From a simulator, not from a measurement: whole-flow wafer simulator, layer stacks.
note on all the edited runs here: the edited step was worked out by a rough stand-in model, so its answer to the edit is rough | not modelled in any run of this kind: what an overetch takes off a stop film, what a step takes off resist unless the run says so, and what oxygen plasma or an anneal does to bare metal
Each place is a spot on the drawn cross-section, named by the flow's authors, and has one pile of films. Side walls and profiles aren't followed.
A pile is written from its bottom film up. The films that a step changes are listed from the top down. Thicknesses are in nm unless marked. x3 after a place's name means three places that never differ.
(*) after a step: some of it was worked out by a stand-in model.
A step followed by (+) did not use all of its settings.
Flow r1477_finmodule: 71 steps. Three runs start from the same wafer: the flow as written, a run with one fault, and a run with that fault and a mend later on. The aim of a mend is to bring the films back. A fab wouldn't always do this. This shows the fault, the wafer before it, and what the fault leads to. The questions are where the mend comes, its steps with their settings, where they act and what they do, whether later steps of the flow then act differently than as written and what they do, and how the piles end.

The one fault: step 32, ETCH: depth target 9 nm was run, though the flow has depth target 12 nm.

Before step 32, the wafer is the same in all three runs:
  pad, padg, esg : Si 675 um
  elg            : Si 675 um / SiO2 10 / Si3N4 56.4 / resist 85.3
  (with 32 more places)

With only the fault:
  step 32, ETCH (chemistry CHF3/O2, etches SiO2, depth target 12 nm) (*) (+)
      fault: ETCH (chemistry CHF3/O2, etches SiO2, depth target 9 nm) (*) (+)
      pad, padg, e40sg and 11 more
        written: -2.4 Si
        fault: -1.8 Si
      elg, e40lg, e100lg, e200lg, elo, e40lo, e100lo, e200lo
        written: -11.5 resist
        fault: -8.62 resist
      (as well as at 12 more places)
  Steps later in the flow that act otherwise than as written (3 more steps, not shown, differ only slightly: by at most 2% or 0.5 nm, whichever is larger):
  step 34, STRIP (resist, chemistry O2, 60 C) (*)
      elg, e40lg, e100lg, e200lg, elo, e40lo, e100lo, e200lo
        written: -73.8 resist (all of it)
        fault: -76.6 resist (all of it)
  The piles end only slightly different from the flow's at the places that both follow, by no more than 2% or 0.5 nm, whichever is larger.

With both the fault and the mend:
  After step 32 comes the mend.
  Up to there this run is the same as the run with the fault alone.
  step 32a, ETCH (chemistry CHF3/O2, etches SiO2, depth target 3 nm) (*) (the flow's step 32 again, with other settings)
      pad, padg, e40sg and 11 more
        -0.6 Si
      elg, e40lg, e100lg, e200lg, elo, e40lo, e100lo, e200lo
        -2.88 resist
      s40sg_line, s45sg_line, s50sg_line, s40so_line, s45so_line, s50so_line
        -3 SiO2
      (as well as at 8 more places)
  None of the later steps of the flow differs from how it acts as written, at any place that is followed, by more than 2% or 0.5 nm, whichever is larger.
  The piles end only slightly different from the flow's at the places that both follow, by no more than 2% or 0.5 nm, whichever is larger.
